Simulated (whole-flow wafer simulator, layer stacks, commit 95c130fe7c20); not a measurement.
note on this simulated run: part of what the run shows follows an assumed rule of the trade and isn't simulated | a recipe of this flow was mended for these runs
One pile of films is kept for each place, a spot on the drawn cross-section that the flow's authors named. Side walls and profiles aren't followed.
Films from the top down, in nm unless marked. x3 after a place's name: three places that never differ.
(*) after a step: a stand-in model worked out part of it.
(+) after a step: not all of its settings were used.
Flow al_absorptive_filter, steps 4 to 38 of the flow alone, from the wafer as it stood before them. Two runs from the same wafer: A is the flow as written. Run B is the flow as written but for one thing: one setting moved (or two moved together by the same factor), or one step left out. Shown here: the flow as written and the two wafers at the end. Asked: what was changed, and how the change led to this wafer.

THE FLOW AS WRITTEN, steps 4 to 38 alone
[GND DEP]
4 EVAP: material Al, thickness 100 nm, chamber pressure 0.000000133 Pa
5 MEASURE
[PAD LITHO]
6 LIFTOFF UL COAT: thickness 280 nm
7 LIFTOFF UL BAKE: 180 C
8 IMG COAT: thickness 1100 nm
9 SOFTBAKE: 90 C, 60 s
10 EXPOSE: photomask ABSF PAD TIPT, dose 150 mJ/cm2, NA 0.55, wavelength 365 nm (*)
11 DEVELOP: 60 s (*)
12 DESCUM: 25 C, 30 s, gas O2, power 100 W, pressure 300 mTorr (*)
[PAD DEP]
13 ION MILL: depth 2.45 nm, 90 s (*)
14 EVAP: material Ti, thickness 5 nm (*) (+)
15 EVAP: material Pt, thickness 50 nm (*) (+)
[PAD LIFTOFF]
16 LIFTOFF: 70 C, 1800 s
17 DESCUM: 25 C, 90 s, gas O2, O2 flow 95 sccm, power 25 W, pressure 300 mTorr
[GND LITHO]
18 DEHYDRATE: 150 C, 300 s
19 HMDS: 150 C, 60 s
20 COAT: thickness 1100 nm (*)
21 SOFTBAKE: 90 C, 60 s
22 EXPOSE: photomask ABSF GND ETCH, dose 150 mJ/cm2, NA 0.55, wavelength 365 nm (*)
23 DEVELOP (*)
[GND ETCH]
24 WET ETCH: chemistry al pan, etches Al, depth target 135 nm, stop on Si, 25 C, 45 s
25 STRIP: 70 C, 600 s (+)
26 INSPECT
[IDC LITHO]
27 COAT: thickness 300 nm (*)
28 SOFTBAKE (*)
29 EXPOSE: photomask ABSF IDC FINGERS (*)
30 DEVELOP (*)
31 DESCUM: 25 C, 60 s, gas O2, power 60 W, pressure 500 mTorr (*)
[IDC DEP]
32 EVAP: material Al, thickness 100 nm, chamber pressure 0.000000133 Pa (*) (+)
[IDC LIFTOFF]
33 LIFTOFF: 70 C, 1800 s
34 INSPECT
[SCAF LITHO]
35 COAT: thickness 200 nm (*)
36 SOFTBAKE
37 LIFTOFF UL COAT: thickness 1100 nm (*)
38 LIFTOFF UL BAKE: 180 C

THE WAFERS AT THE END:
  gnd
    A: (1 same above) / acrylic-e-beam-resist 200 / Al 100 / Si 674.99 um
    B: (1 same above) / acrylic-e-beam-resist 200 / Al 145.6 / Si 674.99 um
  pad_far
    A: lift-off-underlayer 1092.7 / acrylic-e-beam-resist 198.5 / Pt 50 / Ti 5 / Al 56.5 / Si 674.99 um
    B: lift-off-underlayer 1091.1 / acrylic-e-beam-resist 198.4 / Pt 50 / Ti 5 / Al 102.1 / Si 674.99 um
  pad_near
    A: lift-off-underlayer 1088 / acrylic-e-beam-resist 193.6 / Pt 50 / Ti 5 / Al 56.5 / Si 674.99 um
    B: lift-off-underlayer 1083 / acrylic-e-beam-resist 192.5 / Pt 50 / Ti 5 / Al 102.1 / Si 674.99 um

The cause: step 4, EVAP: thickness 145.6 nm was run, where the flow has thickness 100 nm.
It can be read off the wafer: gnd has Al 145.6, and step 4 as written asks for 100 nm.

How the change led to this, step by step:
  4 EVAP: material Al, thickness 100 nm, chamber pressure 0.000000133 Pa
      gnd, pad_far, pad_near and 11 more: A Al +100 (new film) | B Al +145.6 (new film)
  24 WET ETCH: chemistry al pan, etches Al, depth target 135 nm, stop on Si, 25 C, 45 s
      res, xl_gap, idc_field, idc_line, idc_space: A Al -86.7 (all of it) | B Al -132.3 (all of it)
  27 COAT: thickness 300 nm (*)
      ledge: A e-beam-resist +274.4 (new film) | B e-beam-resist +261.2 (new film)
      res: A e-beam-resist +349.6 (new film) | B e-beam-resist +370.7 (new film)
      (and at 2 more places)
  33 LIFTOFF: 70 C, 1800 s
      ledge: A Al -100 (all of it), e-beam-resist -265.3 (all of it) | B Al -100 (all of it), e-beam-resist -252.1 (all of it)
      res: A Al -100 (all of it), e-beam-resist -340.6 (all of it) | B Al -100 (all of it), e-beam-resist -361.7 (all of it)
      (and at 2 more places)
  35 COAT: thickness 200 nm (*)
      ledge: A acrylic-e-beam-resist +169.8 (new film) | B acrylic-e-beam-resist +155.4 (new film)
      res: A acrylic-e-beam-resist +231.4 (new film) | B acrylic-e-beam-resist +243.1 (new film)
      (and at 2 more places)
